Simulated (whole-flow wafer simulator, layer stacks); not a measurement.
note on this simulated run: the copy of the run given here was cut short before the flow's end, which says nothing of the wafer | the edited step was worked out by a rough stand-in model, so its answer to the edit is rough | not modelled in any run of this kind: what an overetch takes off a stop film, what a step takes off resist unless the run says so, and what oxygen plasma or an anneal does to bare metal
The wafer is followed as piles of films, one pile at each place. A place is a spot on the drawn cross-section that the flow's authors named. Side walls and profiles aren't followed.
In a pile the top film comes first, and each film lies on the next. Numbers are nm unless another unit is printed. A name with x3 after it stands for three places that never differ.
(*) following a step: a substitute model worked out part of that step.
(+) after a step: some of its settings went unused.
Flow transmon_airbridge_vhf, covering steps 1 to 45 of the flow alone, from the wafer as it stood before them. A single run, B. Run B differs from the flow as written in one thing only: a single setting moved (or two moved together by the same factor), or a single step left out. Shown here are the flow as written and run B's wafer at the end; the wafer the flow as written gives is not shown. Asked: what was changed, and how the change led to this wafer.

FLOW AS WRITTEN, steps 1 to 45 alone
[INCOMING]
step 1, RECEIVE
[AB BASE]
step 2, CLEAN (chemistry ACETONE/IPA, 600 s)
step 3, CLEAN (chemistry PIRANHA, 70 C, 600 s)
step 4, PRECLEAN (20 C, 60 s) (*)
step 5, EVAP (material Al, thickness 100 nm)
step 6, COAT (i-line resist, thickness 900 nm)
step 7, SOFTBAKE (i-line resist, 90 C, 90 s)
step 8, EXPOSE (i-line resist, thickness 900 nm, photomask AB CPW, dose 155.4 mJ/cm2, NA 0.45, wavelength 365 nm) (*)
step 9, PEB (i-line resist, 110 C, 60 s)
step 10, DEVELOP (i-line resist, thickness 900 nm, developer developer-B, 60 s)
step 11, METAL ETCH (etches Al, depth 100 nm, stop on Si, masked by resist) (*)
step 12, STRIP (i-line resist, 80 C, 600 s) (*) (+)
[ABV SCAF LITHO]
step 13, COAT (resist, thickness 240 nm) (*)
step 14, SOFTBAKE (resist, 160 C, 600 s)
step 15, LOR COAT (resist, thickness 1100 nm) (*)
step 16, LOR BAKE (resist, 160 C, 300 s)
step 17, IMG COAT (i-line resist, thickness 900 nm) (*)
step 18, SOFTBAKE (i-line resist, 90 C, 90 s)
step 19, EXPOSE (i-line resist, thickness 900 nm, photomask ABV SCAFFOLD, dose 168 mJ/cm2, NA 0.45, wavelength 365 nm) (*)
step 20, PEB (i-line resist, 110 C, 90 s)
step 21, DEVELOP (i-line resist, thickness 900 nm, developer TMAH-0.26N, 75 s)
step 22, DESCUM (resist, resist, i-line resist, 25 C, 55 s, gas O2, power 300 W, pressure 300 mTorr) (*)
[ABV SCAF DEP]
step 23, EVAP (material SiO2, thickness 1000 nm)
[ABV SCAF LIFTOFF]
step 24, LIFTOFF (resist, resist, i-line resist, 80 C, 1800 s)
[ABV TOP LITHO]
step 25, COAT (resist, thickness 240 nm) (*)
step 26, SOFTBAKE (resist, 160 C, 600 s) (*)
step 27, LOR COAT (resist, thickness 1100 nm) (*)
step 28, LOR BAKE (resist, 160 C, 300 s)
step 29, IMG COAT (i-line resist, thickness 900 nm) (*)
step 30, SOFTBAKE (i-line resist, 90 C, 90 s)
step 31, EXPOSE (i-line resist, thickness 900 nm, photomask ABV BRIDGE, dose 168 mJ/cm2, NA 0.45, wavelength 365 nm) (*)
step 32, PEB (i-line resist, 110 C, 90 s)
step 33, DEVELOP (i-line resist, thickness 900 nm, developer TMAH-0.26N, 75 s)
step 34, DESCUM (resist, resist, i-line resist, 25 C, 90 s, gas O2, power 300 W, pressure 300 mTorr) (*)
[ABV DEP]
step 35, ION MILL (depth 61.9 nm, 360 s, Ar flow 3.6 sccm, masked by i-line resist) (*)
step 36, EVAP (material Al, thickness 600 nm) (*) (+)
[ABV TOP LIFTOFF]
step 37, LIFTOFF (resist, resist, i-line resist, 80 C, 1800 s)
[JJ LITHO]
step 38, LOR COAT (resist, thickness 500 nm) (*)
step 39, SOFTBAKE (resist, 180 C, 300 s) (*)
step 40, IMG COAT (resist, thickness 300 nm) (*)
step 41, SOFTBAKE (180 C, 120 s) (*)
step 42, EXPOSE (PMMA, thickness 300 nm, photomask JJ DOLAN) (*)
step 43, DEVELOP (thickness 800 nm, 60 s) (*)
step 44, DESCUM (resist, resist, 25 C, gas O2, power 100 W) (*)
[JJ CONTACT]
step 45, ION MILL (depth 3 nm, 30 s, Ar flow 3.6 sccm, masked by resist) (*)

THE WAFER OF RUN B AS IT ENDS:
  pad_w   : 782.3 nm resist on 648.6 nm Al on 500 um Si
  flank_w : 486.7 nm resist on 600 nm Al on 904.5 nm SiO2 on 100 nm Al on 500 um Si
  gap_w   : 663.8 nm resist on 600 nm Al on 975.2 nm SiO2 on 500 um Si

Cause: step 35, ION MILL: depth 42.7 nm was run, though the flow has depth 61.9 nm; step 35, ION MILL: 248 s was run, where the flow has 360 s.

The path from the change to this, step by step:
  step 35, ION MILL (depth 61.9 nm, 360 s, Ar flow 3.6 sccm, masked by i-line resist) (*)
      field x3, jj_line, ground_far, trace_open_s x2, margin_s, margin_n: -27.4 i-line resist (as written it would have been: -39.7 i-line resist)
      flank_w, gap_w, cpw_trace, gap_e, flank_e, bridge_strip: -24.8 SiO2 (as written it would have been: -36 SiO2)
      (and at 2 other places as well)
  step 37, LIFTOFF (resist, resist, i-line resist, 80 C, 1800 s)
      field x3, jj_line, trace_open_s x2: -600 Al (all of it), -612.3 i-line resist (all of it), -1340 resist (all of it) (as written it would have been: -600 Al (all of it), -600 i-line resist (all of it), -1340 resist (all of it))
      margin_s, margin_n: -600 Al (all of it), -330.6 i-line resist (all of it), -992 resist (all of it) (as written it would have been: -600 Al (all of it), -318.3 i-line resist (all of it), -992 resist (all of it))
